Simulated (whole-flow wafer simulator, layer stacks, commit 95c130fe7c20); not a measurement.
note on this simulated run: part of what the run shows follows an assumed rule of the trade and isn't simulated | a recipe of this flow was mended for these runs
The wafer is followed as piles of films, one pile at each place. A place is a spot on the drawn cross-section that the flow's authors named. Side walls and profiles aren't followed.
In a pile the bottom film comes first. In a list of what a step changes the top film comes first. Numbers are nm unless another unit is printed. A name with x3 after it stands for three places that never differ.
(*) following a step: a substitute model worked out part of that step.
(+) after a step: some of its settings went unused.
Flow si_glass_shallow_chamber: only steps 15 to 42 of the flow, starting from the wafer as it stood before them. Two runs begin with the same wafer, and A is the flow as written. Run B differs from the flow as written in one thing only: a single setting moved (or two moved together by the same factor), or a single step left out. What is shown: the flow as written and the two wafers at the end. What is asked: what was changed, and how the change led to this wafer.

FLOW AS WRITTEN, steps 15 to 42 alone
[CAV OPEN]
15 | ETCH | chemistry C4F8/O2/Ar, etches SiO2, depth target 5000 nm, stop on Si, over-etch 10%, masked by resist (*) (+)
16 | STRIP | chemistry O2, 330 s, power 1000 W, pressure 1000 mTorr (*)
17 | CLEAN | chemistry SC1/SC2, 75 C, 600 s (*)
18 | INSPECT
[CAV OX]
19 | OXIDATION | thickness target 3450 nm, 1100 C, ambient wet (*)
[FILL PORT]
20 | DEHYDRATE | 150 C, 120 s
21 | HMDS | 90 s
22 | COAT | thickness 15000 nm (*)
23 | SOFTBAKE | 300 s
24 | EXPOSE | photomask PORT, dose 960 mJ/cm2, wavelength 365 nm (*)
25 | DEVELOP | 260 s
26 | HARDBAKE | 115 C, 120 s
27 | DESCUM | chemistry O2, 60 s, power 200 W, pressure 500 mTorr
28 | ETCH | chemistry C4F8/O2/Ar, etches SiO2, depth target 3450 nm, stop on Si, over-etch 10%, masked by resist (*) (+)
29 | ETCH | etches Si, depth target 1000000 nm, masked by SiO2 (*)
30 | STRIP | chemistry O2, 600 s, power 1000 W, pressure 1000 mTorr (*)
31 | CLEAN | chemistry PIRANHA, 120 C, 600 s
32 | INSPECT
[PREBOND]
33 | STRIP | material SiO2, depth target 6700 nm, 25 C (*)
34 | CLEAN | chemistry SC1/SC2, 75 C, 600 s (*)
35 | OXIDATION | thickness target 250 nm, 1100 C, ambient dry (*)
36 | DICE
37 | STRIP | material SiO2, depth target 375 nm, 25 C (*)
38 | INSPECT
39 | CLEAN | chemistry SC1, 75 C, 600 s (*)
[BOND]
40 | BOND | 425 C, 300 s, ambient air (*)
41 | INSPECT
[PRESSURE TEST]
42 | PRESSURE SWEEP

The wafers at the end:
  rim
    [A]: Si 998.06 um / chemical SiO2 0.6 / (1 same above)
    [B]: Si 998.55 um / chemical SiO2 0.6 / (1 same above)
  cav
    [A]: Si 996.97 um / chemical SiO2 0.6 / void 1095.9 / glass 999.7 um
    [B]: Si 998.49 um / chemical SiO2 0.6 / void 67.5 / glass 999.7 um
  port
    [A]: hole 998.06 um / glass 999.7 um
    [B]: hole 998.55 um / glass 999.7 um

The reason: step 19, OXIDATION: thickness target 3450 nm, 1100 C, ambient wet (*), was skipped.

How this came from the change, step by step:
  22 | COAT | thickness 15000 nm (*)
      rim: A thick-i-line-resist gains 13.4 um (new film) | B thick-i-line-resist gains 12.87 um (new film)
      ramp: A thick-i-line-resist gains 12.89 um (new film) | B thick-i-line-resist gains 12.19 um (new film)
      (also at 4 further places)
  23 | SOFTBAKE | 300 s
      rim: A thick-i-line-resist loses 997 | B thick-i-line-resist loses 1372.1
      ramp: A thick-i-line-resist loses 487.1 | B thick-i-line-resist loses 691
      (also at 4 further places)
  25 | DEVELOP | 260 s
      port: A thick-i-line-resist loses 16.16 um (all of it) | B thick-i-line-resist loses 16.56 um (all of it)
  26 | HARDBAKE | 115 C, 120 s
      rim, ramp: A thick-i-line-resist loses 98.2 | B thick-i-line-resist loses 87.6
      cav: A thick-i-line-resist loses 147.1 | B thick-i-line-resist loses 152.7
  27 | DESCUM | chemistry O2, 60 s, power 200 W, pressure 500 mTorr
      port: A nothing | B chemical SiO2 gains 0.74, Si loses 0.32
  28 | ETCH | chemistry C4F8/O2/Ar, etches SiO2, depth target 3450 nm, stop on Si, over-etch 10%, masked by resist (*) (+)
      port: A SiO2 loses 3450 (all of it), Si loses 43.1 | B chemical SiO2 loses 1.34 (all of it), Si loses 474.2
  29 | ETCH | etches Si, depth target 1000000 nm, masked by SiO2 (*)
      rim, ramp: A thick-i-line-resist loses 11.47 um (all of it), SiO2 loses 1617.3 | B thick-i-line-resist loses 10.58 um (all of it), SiO2 loses 2094.8
      port: A hole gains 997.05 um (new film), Si loses 997.05 um (all of it) | B hole gains 998.13 um (new film), Si loses 998.13 um (all of it)
      (also at 2 further places)
  30 | STRIP | chemistry O2, 600 s, power 1000 W, pressure 1000 mTorr (*)
      cav: A thick-i-line-resist loses 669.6 (all of it) | B thick-i-line-resist loses 1067.4 (all of it), chemical SiO2 gains 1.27, Si loses 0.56
  33 | STRIP | material SiO2, depth target 6700 nm, 25 C (*)
      cav: A SiO2 loses 3450 (all of it) | B chemical SiO2 loses 1.87 (all of it)
      rim, ramp: A SiO2 loses 4487.5 (all of it) | B SiO2 loses 2899.1 (all of it)
      (also at 2 further places)
  40 | BOND | 425 C, 300 s, ambient air (*)
      cav: A glass gains 999.7 um (new film), void gains 1095.9 (new film) | B glass gains 999.7 um (new film), void gains 67.5 (new film)
      port: A glass gains 999.7 um (new film), hole gains 1017.3 | B glass gains 999.7 um (new film), hole gains 419.7
